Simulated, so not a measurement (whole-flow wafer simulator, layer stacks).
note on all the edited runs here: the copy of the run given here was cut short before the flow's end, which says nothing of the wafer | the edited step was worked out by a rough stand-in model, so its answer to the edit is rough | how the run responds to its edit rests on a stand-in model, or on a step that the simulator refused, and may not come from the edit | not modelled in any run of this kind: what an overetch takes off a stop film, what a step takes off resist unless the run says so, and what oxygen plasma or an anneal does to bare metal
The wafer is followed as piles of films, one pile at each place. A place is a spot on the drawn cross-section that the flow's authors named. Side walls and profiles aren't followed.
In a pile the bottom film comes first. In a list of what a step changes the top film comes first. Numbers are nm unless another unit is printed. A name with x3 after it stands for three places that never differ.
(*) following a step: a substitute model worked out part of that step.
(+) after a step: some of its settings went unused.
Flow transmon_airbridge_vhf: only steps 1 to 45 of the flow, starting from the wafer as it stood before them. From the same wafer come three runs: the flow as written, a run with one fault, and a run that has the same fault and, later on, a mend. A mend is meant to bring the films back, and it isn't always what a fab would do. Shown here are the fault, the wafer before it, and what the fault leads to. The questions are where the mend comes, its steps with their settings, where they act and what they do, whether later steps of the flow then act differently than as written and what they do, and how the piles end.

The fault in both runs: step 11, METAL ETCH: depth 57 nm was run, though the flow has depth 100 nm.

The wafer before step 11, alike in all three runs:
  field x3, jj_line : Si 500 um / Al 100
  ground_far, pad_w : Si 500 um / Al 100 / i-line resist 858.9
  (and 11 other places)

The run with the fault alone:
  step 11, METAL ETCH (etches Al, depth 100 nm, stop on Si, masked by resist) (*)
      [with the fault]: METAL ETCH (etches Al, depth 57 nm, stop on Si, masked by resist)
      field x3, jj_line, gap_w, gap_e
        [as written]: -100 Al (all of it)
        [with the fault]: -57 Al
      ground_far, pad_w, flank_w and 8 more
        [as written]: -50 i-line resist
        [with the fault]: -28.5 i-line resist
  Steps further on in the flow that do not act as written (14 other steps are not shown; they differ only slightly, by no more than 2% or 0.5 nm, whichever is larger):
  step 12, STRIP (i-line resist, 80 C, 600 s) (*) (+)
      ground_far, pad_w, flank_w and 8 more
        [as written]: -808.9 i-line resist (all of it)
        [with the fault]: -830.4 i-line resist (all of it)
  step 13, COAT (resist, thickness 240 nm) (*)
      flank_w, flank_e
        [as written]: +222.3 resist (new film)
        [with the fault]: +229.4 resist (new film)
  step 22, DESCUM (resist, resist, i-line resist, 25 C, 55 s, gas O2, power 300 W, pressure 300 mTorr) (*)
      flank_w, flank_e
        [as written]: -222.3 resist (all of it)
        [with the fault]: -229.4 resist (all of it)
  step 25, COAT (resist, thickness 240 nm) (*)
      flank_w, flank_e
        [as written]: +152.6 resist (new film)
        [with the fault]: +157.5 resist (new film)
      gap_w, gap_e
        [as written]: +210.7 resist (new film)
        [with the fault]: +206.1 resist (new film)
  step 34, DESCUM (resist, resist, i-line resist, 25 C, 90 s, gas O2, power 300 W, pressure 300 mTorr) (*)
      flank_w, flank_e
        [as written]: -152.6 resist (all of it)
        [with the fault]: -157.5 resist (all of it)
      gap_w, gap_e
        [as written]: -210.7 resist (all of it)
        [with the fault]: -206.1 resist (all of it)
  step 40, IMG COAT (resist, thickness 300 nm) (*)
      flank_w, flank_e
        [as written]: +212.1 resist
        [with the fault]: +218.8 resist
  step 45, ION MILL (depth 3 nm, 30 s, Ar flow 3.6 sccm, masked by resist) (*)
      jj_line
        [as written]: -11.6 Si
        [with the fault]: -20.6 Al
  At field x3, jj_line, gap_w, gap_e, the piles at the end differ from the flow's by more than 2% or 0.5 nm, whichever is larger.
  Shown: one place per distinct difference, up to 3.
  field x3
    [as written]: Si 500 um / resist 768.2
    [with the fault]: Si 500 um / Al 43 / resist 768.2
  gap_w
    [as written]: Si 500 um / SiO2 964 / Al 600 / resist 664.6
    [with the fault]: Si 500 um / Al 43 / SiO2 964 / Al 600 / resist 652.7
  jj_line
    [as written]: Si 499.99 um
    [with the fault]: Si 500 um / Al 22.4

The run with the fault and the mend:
  After step 12 comes the mend.
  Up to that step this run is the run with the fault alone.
  step 12a, COAT (i-line resist, thickness 900 nm) (*) (a further turn of the flow's step 6)
      field x3, jj_line, trace_open_s x2, margin_s, bridge_strip, margin_n
        +900 i-line resist (new film)
      pad_w, pad_e
        +893 i-line resist (new film)
      flank_w, flank_e
        +886.6 i-line resist (new film)
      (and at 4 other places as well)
  step 12b, SOFTBAKE (i-line resist, 90 C, 90 s) (a further turn of the flow's step 7)
      flank_w, flank_e
        -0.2 i-line resist
      gap_w, gap_e
        +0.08 i-line resist
  step 12c, EXPOSE (i-line resist, thickness 900 nm, photomask AB CPW, dose 155.4 mJ/cm2, NA 0.45, wavelength 365 nm) (*) (a further turn of the flow's step 8)
      does not change any film at any place that is followed
  step 12d, PEB (i-line resist, 110 C, 60 s) (a further turn of the flow's step 9)
      field x3, jj_line, trace_open_s x2, margin_s, bridge_strip, margin_n
        -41 i-line resist
      pad_w, pad_e
        -40.7 i-line resist
      flank_w, flank_e
        -40.4 i-line resist
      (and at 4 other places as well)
  step 12e, DEVELOP (i-line resist, thickness 900 nm, developer developer-B, 60 s) (a further turn of the flow's step 10)
      pad_w, cpw_trace, pad_e, trace_open_s x2, margin_s, bridge_strip, margin_n
        -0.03 i-line resist
      field x3, jj_line
        -859 i-line resist (all of it)
      gap_w, gap_e
        -888.7 i-line resist (all of it)
  step 12f, METAL ETCH (etches Al, depth 43 nm, stop on Si, masked by resist) (*) (a further turn of the flow's step 11, with different settings)
      ground_far, pad_w, flank_w and 8 more
        -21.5 i-line resist
      field x3, jj_line, gap_w, gap_e
        -43 Al (all of it)
  step 12g, STRIP (i-line resist, 80 C, 600 s) (*) (+) (a further turn of the flow's step 12)
      trace_open_s x2, margin_s, bridge_strip, margin_n
        -837.4 i-line resist (all of it)
      pad_w, pad_e
        -830.7 i-line resist (all of it)
      flank_w, flank_e
        -824.5 i-line resist (all of it)
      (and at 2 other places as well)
  Every later step of the flow that is run acts as written at every place that is followed.
  At every place that both follow, the piles at the end match the flow's.
